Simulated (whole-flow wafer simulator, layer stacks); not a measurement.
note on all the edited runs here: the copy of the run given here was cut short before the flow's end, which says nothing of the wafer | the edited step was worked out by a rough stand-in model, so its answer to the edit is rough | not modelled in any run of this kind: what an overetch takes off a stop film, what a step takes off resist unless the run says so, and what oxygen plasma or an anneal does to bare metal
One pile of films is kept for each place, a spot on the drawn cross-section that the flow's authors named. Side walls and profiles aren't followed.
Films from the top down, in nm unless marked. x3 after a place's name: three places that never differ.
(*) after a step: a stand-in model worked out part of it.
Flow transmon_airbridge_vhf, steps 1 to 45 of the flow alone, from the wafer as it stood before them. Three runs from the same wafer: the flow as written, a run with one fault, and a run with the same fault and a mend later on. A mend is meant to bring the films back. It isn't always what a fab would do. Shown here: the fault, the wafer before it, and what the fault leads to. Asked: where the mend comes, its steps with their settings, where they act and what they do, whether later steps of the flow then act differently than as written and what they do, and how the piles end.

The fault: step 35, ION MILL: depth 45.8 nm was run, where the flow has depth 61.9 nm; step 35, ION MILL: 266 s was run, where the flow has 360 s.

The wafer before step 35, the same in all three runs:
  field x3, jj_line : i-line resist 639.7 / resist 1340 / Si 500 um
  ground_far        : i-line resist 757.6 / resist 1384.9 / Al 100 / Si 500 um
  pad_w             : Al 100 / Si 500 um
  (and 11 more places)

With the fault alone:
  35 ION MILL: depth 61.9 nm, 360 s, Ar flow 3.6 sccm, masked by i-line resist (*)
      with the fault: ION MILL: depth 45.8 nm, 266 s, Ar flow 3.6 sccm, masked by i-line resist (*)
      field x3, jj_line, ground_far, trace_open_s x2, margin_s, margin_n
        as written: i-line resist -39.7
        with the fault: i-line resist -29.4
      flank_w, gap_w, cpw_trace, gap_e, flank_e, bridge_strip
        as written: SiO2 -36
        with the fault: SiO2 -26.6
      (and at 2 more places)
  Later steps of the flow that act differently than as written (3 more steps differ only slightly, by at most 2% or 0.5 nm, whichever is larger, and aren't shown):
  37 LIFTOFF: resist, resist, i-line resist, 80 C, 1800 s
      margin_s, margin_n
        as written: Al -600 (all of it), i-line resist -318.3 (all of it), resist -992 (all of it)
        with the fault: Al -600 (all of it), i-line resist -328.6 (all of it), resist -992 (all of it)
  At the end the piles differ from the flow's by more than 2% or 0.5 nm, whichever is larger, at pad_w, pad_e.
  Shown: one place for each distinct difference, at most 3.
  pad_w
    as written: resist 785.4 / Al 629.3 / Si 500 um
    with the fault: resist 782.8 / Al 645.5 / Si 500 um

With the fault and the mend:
  The mend comes after step 35.
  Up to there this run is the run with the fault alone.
  35a ION MILL: depth 16.1 nm, 93.63 s, Ar flow 3.6 sccm, masked by i-line resist (*) (the flow's step 35 once more, with other settings)
      field x3, jj_line, ground_far, trace_open_s x2, margin_s, margin_n
        i-line resist -10.3
      flank_w, gap_w, cpw_trace, gap_e, flank_e, bridge_strip
        SiO2 -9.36
      pad_w, pad_e
        Al -16.1
  No later step of the flow acts differently than as written, at any place that is followed, by more than 2% or 0.5 nm, whichever is larger.
  At the end the piles differ from the flow's only slightly at the places that both follow, by at most 2% or 0.5 nm, whichever is larger.
